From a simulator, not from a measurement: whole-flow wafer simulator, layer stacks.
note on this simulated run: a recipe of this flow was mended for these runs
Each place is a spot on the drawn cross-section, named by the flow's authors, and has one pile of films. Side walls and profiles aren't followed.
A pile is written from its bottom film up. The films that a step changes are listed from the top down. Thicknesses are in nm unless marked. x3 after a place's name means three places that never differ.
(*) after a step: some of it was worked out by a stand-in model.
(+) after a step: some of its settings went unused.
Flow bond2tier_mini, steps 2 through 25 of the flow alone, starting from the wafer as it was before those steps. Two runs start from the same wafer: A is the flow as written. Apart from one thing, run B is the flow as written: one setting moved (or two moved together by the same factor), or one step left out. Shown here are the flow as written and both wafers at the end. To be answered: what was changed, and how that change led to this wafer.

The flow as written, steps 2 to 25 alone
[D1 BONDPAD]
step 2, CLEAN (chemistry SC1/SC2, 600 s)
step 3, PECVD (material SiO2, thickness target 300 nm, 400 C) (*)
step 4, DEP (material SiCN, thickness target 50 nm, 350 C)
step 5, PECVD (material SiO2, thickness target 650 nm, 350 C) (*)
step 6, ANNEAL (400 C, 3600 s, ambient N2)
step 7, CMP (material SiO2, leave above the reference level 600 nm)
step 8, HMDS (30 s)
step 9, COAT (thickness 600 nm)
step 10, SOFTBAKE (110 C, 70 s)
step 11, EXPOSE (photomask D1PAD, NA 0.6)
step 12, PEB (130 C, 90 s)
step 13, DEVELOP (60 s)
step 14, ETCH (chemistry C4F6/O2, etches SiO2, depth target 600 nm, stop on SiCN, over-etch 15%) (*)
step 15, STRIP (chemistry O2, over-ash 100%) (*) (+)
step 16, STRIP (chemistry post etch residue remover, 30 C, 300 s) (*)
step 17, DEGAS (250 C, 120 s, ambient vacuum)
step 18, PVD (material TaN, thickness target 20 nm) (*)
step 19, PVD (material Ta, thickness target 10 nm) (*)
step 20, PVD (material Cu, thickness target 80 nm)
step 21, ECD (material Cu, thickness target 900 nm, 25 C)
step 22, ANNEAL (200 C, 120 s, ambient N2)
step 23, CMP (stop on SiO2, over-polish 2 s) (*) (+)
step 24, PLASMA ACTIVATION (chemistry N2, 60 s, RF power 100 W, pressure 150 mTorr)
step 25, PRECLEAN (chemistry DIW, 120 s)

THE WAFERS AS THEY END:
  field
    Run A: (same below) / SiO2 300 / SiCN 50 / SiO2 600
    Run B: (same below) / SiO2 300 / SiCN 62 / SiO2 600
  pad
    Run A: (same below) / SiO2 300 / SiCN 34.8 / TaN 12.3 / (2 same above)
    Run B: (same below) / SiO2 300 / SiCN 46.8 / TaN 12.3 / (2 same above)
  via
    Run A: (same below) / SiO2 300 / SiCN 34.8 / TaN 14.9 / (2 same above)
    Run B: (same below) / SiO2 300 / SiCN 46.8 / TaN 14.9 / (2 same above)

What caused this: step 4, DEP: thickness target 62 nm was run, whereas the flow has thickness target 50 nm.
The wafer lets one read it off: field has SiCN 62, and step 4 as written asks for 50 nm.

The path from the change to this, step by step:
  step 4, DEP (material SiCN, thickness target 50 nm, 350 C)
      field, pad, via: A SiCN gains 50 (new film) | B SiCN gains 62 (new film)
